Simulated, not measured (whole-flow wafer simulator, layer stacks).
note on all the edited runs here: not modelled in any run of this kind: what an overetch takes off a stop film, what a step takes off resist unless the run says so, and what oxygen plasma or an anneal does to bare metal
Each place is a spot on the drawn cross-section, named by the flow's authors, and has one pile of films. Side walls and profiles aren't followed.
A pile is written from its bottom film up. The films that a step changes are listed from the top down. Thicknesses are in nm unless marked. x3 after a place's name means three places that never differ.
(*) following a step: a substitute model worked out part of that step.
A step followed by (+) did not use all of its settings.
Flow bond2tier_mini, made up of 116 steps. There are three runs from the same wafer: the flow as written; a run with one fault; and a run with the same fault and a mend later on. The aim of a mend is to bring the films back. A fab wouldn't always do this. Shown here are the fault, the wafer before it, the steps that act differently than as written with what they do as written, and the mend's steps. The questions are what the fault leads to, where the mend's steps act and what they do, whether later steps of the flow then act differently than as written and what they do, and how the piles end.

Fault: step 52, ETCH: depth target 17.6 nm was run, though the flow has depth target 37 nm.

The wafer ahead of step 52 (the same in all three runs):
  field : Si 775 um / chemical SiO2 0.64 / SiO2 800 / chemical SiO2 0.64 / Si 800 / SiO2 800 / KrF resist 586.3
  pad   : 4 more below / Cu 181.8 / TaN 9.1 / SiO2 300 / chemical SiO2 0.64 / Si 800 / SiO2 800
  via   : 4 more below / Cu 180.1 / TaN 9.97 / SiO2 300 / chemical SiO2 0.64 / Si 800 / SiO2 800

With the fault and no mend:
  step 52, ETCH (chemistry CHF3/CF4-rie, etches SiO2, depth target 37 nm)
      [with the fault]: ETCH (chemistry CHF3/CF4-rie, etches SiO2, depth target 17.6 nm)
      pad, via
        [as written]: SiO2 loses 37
        [with the fault]: SiO2 loses 17.6
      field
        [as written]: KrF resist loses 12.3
        [with the fault]: KrF resist loses 5.87
  Later steps of the flow acting differently than as written (5 other steps are not shown; they differ only slightly, by no more than 2% or 0.5 nm, whichever is larger):
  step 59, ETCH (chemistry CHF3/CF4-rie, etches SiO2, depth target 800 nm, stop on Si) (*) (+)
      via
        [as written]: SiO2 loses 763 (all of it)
        [with the fault]: SiO2 loses 782.4 (all of it)
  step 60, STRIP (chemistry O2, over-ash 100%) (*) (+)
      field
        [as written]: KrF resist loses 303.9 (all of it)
        [with the fault]: KrF resist loses 312.1 (all of it)
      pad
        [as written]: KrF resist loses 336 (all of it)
        [with the fault]: KrF resist loses 327.4 (all of it)
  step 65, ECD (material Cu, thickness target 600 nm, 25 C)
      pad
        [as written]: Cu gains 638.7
        [with the fault]: Cu gains 618.4
  The piles end different from the flow's at pad by more than 2% or 0.5 nm, whichever is larger.
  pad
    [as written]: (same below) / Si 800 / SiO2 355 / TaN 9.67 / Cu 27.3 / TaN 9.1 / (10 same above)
    [with the fault]: (same below) / Si 800 / SiO2 374.4 / TaN 9.85 / Cu 7.75 / TaN 9.1 / (10 same above)

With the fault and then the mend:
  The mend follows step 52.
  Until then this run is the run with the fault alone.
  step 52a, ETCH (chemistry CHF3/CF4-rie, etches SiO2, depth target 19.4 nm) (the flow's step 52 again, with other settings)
      pad, via
        SiO2 loses 19.4
      field
        KrF resist loses 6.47
  None of the later steps of the flow acts differently than as written at any place that is followed.
  By the end, the piles equal the flow's at every place that both follow.
